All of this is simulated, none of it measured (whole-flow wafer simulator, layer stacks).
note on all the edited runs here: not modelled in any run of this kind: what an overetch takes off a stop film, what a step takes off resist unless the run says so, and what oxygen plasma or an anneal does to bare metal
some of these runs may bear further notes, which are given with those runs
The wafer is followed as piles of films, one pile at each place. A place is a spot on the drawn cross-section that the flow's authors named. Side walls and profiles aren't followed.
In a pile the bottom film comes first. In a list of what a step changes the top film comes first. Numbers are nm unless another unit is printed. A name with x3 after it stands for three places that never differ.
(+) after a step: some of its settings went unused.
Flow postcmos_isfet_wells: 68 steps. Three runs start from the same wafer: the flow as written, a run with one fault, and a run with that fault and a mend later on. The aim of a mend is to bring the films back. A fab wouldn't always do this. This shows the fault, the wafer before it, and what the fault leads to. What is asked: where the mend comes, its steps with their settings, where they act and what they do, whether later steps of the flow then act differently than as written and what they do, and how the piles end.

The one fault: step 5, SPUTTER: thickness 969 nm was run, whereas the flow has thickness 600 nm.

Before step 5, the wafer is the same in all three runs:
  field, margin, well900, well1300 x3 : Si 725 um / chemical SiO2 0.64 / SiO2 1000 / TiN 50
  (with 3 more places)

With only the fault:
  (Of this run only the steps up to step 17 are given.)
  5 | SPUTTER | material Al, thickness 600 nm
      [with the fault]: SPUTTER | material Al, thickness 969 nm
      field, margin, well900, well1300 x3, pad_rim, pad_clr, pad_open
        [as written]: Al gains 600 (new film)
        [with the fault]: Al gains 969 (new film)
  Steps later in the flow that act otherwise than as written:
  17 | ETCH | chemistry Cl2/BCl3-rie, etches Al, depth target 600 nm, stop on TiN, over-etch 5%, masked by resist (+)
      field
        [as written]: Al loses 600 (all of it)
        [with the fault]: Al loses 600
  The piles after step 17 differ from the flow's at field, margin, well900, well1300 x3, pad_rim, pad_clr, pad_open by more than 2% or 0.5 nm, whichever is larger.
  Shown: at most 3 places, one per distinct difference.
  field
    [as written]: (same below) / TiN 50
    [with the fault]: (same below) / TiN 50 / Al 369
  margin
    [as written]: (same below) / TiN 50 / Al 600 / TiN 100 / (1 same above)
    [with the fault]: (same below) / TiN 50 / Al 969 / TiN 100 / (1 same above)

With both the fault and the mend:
  The mend stands after step 5.
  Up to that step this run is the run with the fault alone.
  5a | ETCH | chemistry al pan, depth target 1114 nm
      field, margin, well900, well1300 x3, pad_rim, pad_clr, pad_open
        Al loses 969 (all of it)
  5b | SPUTTER | material Al, thickness 600 nm (the flow's step 5 again)
      field, margin, well900, well1300 x3, pad_rim, pad_clr, pad_open
        Al gains 600 (new film)
  Every later step of the flow that is run acts as written at every place that is followed.
  The piles end the same as the flow's at every place that both follow.
